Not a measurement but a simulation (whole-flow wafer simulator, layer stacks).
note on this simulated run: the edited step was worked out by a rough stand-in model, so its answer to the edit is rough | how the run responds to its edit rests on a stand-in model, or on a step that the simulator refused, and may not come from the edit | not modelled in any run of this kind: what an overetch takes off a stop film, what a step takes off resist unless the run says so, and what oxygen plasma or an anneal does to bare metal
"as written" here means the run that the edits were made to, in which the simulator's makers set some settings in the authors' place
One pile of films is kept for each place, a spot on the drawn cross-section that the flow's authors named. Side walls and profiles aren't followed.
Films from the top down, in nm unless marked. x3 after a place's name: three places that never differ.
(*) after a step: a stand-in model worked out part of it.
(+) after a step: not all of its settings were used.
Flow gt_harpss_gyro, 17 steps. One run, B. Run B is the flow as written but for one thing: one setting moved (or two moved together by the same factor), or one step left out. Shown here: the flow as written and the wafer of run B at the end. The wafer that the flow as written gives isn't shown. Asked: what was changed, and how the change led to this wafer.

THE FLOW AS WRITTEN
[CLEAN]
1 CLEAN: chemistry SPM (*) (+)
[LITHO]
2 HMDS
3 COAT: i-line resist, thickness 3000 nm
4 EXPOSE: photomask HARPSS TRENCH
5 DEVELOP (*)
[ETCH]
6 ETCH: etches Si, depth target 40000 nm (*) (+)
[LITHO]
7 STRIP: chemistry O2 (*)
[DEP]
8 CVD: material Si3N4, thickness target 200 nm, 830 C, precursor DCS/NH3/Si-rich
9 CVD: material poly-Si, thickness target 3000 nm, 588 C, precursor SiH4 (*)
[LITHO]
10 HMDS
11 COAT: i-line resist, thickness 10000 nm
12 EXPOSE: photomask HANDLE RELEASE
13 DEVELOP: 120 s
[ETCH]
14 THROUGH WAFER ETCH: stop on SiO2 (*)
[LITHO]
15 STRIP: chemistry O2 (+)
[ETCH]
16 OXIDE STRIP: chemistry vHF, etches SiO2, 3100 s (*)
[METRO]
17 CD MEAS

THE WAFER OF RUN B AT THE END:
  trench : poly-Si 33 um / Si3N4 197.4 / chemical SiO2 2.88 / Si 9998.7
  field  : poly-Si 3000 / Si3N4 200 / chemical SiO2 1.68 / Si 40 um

The cause: step 6, ETCH: depth target 30000 nm was run, where the flow has depth target 40000 nm.

How the change led to this, step by step:
  6 ETCH: etches Si, depth target 40000 nm (*) (+)
      trench: chemical SiO2 -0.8 (all of it), Si -30 um (as written it would be: chemical SiO2 -0.8 (all of it), Si -40 um (all of it))
      field: i-line resist -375 (as written it would be: i-line resist -500)
  7 STRIP: chemistry O2 (*)
      trench: chemical SiO2 +2.88 (new film), Si -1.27 (as written it would be: nothing)
      field: i-line resist -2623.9 (all of it), chemical SiO2 +0.88, Si -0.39 (as written it would be: i-line resist -2498.9 (all of it), chemical SiO2 +0.87, Si -0.38)
  9 CVD: material poly-Si, thickness target 3000 nm, 588 C, precursor SiH4 (*)
      trench: poly-Si +33 um (new film) (as written it would be: poly-Si +43.01 um (new film))
